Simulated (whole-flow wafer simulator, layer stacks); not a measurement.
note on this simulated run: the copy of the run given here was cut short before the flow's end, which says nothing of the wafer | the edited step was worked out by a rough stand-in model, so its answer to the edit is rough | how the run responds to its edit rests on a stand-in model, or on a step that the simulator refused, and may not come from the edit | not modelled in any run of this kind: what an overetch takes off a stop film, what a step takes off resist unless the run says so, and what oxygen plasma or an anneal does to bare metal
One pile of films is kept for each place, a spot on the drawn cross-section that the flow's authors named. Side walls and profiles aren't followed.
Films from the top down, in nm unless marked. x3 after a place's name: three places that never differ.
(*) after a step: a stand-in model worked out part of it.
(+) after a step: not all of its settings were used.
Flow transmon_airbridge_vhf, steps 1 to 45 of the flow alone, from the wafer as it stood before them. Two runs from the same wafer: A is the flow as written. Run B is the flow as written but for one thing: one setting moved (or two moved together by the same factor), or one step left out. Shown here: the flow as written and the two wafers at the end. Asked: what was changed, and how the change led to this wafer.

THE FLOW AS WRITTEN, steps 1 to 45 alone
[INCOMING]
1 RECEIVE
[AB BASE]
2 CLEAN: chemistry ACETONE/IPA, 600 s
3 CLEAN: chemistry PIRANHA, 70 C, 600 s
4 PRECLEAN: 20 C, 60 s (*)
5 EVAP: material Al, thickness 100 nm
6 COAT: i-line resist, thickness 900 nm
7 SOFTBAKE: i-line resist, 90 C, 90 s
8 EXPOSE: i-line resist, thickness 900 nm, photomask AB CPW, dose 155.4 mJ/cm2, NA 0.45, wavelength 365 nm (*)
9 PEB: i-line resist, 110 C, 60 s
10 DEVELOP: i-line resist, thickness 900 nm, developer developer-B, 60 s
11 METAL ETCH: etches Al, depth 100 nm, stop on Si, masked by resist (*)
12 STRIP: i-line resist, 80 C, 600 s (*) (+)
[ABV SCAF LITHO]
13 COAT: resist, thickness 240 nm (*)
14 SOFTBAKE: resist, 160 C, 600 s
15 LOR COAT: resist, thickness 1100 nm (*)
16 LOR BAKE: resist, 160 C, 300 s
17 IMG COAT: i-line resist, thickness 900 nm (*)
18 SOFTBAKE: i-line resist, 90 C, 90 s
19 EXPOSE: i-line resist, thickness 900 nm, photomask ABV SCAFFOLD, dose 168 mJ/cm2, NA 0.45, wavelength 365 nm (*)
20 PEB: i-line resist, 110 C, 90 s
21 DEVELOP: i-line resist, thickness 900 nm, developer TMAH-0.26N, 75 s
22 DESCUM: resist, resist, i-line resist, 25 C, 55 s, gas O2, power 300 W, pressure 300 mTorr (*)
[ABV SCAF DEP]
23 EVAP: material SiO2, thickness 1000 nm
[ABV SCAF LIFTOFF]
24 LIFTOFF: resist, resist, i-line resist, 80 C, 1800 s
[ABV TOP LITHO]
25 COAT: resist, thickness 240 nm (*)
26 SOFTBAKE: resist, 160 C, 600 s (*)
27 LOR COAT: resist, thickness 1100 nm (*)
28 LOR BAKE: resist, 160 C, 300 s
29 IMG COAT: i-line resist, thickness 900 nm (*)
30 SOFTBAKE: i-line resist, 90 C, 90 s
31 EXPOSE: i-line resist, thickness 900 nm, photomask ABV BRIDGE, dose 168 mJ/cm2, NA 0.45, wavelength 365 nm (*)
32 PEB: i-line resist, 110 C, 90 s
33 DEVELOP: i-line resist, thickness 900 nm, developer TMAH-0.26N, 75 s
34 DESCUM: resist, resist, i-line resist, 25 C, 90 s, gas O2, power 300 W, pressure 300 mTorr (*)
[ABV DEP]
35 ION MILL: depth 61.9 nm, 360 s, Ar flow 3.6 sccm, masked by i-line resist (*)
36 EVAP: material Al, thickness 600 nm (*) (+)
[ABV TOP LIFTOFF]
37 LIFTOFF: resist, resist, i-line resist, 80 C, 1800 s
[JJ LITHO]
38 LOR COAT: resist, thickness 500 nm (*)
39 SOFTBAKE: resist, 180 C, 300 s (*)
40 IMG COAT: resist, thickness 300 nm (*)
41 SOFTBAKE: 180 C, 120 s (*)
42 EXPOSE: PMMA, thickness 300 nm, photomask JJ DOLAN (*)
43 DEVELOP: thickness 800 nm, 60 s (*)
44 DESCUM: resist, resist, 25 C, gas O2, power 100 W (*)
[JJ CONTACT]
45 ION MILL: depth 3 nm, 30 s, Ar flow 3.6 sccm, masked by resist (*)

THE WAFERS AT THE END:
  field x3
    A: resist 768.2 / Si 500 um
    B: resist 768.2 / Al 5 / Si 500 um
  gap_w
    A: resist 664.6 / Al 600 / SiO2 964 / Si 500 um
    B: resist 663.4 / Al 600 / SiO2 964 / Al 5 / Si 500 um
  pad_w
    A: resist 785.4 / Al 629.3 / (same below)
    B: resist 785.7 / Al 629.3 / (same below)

The cause: step 11, METAL ETCH: depth 95 nm was run, where the flow has depth 100 nm.

How the change led to this, step by step:
  11 METAL ETCH: etches Al, depth 100 nm, stop on Si, masked by resist (*)
      field x3, jj_line, gap_w, gap_e: A Al -100 (all of it) | B Al -95
      ground_far, pad_w, flank_w and 8 more: A i-line resist -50 | B i-line resist -47.5
  45 ION MILL: depth 3 nm, 30 s, Ar flow 3.6 sccm, masked by resist (*)
      jj_line: A Si -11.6 | B Al -5 (all of it), Si -8.81
Counting metal films that touch as one body, field x3 has 1 body; the flow as written gives 0 bodies.
Counting metal films that touch as one body, gap_w has 2 bodies (between them, from the top down: SiO2 964); the flow as written gives 1 body.
